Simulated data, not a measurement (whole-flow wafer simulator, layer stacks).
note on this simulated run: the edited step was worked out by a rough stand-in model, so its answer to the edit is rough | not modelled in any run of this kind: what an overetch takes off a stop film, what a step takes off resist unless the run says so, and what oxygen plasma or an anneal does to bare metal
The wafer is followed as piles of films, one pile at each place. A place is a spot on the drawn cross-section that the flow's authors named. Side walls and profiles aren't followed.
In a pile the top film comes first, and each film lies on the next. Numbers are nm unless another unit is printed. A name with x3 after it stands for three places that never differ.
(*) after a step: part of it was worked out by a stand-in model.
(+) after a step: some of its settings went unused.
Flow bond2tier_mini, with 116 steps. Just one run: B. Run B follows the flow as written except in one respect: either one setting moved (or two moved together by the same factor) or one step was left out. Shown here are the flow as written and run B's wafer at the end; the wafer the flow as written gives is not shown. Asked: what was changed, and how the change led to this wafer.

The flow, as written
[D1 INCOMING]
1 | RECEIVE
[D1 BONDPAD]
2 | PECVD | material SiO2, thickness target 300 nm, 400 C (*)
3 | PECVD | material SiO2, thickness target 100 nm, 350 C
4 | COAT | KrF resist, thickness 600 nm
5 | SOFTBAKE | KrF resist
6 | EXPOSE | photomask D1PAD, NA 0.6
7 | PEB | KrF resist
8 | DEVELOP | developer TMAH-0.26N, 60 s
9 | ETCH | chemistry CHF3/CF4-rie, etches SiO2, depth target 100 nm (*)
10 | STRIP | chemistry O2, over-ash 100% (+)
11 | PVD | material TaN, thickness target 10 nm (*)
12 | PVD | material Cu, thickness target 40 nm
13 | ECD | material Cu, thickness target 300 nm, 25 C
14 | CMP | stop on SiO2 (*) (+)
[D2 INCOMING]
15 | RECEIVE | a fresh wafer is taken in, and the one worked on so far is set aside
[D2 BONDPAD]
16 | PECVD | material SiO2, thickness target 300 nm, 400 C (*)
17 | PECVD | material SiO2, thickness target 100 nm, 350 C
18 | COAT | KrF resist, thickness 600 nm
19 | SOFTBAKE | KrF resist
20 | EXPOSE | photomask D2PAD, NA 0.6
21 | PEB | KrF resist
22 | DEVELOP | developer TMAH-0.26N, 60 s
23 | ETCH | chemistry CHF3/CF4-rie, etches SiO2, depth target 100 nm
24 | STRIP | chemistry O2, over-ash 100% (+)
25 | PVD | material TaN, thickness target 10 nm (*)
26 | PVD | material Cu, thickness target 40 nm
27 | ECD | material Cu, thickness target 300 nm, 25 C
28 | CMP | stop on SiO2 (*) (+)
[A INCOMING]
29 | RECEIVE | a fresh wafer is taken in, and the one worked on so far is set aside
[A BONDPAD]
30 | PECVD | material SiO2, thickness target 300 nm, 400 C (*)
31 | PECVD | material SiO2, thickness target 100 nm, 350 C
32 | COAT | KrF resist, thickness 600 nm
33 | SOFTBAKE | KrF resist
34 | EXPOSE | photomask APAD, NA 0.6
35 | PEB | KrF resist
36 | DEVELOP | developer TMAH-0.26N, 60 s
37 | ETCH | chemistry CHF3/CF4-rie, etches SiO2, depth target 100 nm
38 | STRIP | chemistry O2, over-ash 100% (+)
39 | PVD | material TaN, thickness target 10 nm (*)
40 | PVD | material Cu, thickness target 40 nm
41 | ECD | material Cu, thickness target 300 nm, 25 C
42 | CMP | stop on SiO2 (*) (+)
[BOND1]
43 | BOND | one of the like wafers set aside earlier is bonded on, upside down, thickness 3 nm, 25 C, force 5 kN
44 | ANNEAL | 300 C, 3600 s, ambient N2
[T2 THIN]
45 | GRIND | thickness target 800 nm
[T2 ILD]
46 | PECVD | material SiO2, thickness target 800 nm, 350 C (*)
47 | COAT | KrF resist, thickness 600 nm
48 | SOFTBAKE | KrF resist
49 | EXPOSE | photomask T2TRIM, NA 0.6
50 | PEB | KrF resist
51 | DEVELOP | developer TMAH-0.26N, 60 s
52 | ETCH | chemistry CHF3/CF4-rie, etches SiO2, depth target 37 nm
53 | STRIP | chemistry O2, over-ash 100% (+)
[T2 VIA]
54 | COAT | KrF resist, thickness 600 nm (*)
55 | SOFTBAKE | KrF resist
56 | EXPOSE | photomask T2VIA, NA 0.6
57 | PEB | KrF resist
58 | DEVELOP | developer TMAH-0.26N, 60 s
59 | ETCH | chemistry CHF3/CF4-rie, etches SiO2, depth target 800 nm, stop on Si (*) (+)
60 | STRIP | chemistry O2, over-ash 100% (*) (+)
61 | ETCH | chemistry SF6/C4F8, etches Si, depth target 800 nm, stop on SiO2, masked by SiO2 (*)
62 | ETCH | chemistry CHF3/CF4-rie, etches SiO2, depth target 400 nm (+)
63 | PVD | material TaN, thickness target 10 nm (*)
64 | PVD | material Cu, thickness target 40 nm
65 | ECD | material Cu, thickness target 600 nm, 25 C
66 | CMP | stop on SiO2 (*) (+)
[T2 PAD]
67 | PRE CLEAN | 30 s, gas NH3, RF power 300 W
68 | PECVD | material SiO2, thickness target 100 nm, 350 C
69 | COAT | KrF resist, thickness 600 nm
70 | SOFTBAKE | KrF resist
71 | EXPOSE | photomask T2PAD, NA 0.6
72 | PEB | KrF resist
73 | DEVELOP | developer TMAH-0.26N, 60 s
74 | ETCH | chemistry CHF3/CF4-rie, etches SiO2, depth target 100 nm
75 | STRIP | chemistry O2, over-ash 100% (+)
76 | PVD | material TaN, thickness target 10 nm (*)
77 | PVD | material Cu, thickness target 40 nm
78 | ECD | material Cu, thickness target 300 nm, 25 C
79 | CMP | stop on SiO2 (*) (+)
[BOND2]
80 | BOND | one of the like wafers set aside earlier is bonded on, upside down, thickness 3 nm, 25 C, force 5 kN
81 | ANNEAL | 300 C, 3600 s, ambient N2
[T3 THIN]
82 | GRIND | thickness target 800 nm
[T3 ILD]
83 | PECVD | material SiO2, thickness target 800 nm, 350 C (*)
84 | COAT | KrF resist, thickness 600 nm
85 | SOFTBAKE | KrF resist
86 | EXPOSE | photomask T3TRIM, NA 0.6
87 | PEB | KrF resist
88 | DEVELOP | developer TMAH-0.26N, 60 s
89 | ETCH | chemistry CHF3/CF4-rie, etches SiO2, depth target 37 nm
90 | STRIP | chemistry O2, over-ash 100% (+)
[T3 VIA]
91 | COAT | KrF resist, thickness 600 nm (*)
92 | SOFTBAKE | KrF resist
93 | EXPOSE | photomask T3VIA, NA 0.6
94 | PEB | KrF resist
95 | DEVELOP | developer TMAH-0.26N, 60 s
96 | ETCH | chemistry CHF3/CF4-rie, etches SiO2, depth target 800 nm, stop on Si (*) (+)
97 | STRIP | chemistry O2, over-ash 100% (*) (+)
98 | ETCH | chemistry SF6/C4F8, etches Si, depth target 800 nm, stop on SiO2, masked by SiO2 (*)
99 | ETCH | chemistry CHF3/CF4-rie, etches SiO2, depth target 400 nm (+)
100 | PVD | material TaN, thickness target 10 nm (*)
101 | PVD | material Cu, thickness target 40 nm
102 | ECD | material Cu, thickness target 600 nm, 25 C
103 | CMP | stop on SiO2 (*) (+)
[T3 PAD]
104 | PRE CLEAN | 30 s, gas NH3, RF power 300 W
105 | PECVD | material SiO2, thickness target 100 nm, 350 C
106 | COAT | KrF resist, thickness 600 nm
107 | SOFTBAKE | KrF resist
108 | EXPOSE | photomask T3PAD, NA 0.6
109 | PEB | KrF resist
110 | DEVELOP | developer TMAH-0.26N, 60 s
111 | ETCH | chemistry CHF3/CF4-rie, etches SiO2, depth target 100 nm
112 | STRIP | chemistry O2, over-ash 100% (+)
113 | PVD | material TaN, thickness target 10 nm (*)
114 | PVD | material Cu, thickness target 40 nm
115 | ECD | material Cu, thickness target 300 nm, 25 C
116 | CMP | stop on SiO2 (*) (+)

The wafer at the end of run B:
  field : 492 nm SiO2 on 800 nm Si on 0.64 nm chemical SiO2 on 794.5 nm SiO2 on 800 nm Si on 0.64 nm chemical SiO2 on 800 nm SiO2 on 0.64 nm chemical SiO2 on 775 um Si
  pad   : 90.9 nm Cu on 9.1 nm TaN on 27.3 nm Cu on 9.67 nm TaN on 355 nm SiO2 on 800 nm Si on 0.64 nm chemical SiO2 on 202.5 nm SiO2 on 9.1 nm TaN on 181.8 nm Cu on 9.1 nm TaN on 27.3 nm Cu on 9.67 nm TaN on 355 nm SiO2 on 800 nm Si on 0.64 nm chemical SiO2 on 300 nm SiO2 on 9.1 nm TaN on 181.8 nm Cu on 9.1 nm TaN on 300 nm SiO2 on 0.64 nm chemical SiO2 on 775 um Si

Cause: step 16, PECVD: thickness target 202.5 nm was run, while the flow as written has thickness target 300 nm.
One can read it off the wafer: pad has SiO2 202.5, and step 16 as written asks for 300 nm.

The path from the change to this, step by step:
  16 | PECVD | material SiO2, thickness target 300 nm, 400 C (*)
      field, pad, via: +202.5 SiO2 (new film) (it would be, as written: +300 SiO2 (new film))
  80 | BOND | one of the like wafers set aside earlier is bonded on, upside down, thickness 3 nm, 25 C, force 5 kN
      field: +775 um Si (new film), +0.64 chemical SiO2 (new film), +302.5 SiO2 (it would be, as written: +775 um Si (new film), +0.64 chemical SiO2 (new film), +400 SiO2)
      pad: +775 um Si (new film), +0.64 chemical SiO2 (new film), +202.5 SiO2 (new film), +9.1 TaN (new film), +90.9 Cu (it would be, as written: +775 um Si (new film), +0.64 chemical SiO2 (new film), +300 SiO2 (new film), +9.1 TaN (new film), +90.9 Cu)
